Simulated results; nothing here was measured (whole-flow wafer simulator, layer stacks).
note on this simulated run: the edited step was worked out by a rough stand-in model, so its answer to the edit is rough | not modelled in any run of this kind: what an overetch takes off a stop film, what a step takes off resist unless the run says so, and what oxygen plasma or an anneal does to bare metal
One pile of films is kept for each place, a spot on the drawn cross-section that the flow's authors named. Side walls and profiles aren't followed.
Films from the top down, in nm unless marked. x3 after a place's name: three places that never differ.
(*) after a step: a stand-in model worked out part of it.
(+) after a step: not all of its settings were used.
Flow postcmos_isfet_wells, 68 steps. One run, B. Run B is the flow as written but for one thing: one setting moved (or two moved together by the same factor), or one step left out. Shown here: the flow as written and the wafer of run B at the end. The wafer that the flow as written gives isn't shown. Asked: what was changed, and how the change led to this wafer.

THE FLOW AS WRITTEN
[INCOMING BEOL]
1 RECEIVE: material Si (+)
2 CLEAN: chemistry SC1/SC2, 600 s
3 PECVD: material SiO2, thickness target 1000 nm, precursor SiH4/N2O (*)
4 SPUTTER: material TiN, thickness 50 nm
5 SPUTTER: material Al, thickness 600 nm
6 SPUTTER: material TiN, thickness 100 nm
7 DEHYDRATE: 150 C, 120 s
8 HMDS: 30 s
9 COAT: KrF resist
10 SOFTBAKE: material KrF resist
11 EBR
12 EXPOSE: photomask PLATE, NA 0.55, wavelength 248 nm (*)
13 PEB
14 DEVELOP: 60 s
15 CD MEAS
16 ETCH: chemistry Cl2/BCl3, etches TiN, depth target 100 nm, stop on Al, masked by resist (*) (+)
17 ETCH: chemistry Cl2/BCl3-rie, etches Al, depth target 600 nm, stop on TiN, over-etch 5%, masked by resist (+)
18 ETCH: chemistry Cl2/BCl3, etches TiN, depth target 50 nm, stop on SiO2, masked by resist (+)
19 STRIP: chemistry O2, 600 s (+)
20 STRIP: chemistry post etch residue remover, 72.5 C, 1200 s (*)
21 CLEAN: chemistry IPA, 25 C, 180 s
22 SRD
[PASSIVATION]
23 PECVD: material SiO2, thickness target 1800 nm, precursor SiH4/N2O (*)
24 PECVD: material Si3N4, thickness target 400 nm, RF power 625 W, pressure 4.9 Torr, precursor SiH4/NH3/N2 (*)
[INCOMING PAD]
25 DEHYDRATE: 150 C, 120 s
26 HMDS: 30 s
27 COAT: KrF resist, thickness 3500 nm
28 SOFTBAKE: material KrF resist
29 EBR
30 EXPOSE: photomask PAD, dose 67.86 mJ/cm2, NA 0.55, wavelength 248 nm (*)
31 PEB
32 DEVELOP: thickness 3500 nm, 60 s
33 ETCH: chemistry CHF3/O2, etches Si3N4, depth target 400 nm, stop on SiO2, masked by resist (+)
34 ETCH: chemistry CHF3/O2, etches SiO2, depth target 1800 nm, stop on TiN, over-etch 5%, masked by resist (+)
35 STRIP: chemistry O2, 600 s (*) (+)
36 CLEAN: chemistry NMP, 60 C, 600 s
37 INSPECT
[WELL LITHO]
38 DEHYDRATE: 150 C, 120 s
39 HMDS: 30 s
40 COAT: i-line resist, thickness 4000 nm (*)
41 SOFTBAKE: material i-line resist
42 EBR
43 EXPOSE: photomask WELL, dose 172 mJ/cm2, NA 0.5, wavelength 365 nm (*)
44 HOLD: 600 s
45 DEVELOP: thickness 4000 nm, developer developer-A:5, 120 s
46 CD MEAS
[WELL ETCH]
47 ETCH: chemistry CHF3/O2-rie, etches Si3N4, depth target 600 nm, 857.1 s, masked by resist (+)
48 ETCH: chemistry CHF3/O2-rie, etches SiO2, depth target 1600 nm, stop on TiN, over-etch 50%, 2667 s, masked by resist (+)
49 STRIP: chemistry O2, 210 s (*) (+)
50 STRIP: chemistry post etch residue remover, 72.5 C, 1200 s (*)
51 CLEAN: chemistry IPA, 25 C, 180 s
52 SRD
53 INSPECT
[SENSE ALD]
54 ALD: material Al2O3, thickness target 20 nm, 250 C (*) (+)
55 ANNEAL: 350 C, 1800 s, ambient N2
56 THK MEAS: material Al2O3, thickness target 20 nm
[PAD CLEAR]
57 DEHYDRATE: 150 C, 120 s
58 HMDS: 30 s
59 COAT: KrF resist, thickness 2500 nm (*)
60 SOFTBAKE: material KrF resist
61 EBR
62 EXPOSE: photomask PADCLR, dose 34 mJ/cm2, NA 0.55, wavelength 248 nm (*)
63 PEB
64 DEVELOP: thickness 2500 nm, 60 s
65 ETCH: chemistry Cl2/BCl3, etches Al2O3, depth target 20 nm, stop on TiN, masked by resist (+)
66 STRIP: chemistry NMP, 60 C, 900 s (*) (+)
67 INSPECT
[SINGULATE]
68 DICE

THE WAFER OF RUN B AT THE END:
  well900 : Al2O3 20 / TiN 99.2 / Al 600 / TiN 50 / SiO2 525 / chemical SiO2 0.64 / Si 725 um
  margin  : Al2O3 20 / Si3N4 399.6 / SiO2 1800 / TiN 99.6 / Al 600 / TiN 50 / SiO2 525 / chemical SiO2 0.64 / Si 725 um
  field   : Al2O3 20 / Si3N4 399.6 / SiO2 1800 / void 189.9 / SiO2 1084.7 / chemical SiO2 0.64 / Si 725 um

The cause: step 3, PECVD: thickness target 525 nm was run, where the flow has thickness target 1000 nm.
It can be read off the wafer: well900 has SiO2 525, and step 3 as written asks for 1000 nm.

How the change led to this, step by step:
  3 PECVD: material SiO2, thickness target 1000 nm, precursor SiH4/N2O (*)
      field, margin, well900, well1300 x3, pad_rim, pad_clr, pad_open: SiO2 +525 (new film) (as written it would be: SiO2 +1000 (new film))
